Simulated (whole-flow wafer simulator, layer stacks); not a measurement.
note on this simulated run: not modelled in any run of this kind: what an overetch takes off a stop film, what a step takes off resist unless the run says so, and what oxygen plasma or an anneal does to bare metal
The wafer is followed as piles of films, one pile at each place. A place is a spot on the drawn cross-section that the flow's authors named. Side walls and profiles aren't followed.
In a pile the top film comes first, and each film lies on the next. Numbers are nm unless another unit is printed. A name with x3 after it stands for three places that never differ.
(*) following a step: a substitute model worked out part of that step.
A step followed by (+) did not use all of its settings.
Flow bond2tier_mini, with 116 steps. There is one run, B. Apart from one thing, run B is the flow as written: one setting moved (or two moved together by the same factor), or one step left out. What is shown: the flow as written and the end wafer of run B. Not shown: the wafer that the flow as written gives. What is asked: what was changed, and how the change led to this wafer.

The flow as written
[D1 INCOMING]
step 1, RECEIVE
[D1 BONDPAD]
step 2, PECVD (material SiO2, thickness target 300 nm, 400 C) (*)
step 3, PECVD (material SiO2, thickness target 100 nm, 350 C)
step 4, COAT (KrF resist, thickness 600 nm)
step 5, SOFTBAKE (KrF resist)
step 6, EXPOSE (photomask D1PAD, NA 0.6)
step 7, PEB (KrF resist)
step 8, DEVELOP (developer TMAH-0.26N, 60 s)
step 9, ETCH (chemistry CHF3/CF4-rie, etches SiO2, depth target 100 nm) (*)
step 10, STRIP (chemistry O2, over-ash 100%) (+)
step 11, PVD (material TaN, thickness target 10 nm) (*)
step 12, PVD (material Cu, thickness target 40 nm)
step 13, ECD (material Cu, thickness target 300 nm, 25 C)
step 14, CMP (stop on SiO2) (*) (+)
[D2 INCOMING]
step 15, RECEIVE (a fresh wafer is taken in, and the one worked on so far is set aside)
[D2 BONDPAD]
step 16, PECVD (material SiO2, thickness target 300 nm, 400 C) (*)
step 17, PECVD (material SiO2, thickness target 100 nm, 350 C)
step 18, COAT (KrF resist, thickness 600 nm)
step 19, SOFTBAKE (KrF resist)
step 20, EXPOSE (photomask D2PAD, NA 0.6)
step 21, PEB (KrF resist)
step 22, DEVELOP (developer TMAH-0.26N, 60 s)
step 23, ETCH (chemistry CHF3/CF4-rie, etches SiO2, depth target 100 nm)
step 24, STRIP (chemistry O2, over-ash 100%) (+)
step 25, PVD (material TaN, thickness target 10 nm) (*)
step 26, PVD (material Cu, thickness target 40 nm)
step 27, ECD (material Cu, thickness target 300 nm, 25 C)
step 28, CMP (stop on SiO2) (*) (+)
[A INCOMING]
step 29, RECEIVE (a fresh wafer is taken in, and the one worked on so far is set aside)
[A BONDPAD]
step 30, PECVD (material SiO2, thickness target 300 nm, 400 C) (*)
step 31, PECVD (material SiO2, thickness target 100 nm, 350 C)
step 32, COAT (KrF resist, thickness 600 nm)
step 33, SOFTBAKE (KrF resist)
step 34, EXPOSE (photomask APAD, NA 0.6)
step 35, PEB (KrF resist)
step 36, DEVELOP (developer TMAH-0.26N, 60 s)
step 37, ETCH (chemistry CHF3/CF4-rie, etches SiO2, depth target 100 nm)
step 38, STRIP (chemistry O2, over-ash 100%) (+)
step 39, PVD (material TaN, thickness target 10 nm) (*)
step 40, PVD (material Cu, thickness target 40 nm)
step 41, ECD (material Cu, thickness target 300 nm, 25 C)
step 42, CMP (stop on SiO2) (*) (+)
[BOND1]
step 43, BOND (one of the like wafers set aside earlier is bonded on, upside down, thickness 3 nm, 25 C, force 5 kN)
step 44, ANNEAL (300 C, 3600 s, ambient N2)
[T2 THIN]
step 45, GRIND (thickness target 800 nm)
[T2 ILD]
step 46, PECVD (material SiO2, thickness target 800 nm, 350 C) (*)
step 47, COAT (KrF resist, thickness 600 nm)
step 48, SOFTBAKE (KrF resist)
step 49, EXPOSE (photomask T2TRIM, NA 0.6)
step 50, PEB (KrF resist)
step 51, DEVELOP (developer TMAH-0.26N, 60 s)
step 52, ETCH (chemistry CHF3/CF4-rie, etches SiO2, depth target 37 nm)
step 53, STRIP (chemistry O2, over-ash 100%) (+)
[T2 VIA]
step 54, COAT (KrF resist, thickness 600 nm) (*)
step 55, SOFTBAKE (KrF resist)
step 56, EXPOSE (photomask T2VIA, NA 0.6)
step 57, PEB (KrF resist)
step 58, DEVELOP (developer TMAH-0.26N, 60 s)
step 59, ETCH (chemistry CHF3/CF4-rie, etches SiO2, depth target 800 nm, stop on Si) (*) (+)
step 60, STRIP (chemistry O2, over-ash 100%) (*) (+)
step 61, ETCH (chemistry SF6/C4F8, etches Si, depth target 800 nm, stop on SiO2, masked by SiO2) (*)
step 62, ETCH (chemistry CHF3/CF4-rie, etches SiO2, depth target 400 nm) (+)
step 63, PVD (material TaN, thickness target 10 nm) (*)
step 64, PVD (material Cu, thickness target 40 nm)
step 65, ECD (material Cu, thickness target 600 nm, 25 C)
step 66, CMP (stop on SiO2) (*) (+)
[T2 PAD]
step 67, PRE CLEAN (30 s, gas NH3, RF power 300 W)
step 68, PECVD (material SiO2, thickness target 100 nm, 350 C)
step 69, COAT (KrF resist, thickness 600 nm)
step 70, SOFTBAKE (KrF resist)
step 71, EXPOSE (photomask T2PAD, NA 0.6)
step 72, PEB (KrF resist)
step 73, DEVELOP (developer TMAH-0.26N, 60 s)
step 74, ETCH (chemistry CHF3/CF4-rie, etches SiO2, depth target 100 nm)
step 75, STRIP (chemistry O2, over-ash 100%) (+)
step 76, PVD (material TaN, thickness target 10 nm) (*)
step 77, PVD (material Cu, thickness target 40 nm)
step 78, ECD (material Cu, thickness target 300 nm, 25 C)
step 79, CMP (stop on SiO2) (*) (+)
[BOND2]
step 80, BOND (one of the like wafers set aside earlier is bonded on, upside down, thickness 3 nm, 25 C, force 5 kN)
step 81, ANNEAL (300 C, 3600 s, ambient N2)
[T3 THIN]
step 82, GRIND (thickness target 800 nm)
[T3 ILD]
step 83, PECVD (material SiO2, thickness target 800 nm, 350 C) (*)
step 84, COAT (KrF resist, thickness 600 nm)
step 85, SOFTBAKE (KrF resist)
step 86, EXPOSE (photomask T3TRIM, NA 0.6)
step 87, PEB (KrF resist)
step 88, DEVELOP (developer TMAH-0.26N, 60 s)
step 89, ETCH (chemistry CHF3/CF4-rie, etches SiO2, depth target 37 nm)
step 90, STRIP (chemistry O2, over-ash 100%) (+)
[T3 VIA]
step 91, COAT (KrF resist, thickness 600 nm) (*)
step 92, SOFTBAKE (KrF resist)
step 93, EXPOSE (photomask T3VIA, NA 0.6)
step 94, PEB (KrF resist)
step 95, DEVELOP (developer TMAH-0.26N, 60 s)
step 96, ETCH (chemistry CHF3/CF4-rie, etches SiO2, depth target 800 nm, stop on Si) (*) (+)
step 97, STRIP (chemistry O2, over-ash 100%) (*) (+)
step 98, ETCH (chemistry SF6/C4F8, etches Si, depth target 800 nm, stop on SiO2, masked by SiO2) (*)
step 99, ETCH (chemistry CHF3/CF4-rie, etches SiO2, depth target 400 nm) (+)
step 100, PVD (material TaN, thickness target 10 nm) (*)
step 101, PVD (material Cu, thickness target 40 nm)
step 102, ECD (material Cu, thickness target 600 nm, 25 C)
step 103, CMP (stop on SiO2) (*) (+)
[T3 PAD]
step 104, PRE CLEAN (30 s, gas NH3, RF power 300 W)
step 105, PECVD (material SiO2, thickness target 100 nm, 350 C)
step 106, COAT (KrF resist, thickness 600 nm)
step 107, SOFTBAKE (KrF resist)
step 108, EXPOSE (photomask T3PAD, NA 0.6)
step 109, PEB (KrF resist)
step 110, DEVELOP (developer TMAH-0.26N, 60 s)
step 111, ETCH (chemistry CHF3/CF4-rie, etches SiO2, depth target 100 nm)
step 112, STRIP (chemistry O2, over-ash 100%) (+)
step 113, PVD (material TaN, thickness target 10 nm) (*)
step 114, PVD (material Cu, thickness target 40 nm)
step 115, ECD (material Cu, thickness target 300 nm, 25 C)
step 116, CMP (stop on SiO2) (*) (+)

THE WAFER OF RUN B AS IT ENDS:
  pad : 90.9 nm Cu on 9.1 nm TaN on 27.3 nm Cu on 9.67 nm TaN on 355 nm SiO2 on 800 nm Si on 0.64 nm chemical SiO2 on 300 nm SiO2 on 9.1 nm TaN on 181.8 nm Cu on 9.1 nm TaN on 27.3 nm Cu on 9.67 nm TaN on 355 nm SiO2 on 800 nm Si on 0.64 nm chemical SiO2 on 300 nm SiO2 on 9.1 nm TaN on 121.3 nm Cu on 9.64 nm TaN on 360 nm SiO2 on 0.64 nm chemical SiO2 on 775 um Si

The reason: step 37, ETCH: depth target 40 nm was run, whereas the flow has depth target 100 nm.

How this came from the change, step by step:
  step 37, ETCH (chemistry CHF3/CF4-rie, etches SiO2, depth target 100 nm)
      pad, via: -40 SiO2 (in the flow as written it would be: -100 SiO2)
      field: -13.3 KrF resist (in the flow as written it would be: -33.3 KrF resist)
  step 38, STRIP (chemistry O2, over-ash 100%) (+)
      field: -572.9 KrF resist (all of it) (in the flow as written it would be: -552.9 KrF resist (all of it))
  step 39, PVD (material TaN, thickness target 10 nm) (*)
      pad: +9.64 TaN (new film) (in the flow as written it would be: +9.1 TaN (new film))
  step 40, PVD (material Cu, thickness target 40 nm)
      pad: +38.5 Cu (new film) (in the flow as written it would be: +36.4 Cu (new film))
  step 41, ECD (material Cu, thickness target 300 nm, 25 C)
      pad: +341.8 Cu (in the flow as written it would be: +404.5 Cu)
      via: +340 Cu (in the flow as written it would be: +400.2 Cu)
